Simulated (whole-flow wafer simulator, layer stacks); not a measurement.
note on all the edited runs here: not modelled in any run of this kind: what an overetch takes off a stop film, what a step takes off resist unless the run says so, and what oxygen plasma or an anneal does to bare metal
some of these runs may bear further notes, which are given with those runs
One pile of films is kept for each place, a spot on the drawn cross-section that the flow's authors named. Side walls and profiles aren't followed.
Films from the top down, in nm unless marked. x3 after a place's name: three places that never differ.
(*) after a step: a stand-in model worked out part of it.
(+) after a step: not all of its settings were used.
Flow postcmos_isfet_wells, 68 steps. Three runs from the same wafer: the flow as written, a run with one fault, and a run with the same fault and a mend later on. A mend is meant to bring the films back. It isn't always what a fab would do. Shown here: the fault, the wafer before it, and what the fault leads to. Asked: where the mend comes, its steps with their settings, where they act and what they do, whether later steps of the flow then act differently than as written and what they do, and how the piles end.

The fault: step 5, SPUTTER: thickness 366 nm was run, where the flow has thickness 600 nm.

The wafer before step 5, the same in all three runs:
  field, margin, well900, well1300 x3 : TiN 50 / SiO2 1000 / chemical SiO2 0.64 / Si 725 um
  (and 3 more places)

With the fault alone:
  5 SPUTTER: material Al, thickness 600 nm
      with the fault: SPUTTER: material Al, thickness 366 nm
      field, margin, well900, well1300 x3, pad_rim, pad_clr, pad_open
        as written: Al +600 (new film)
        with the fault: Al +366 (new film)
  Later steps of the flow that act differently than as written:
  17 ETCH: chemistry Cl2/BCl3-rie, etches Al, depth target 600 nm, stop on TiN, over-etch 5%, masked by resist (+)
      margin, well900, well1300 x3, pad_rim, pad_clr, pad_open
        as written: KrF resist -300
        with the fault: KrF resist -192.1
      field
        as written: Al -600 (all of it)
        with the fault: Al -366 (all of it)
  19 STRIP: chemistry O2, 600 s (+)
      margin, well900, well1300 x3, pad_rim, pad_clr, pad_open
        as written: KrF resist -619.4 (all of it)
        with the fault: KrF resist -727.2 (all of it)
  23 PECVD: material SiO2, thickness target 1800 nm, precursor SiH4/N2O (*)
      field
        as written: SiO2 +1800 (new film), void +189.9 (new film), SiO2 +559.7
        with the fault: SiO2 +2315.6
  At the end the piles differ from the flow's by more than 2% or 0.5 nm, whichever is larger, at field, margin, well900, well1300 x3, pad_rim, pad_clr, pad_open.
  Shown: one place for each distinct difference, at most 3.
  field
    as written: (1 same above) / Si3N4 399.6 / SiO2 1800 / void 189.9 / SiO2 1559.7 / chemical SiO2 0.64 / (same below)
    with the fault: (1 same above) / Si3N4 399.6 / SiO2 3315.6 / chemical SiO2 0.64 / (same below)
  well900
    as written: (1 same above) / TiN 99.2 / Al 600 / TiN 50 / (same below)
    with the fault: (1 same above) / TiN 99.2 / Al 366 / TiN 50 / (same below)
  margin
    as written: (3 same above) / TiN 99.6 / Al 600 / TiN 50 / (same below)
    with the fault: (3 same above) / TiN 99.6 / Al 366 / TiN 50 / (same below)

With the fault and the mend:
  The mend comes after step 5.
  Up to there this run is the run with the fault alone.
  5a SPUTTER: material Al, thickness 234 nm (the flow's step 5 once more, with other settings)
      field, margin, well900, well1300 x3, pad_rim, pad_clr, pad_open
        Al +234
  No later step of the flow acts differently than as written at any place that is followed.
  At the end the piles are the same as the flow's at every place that both follow.
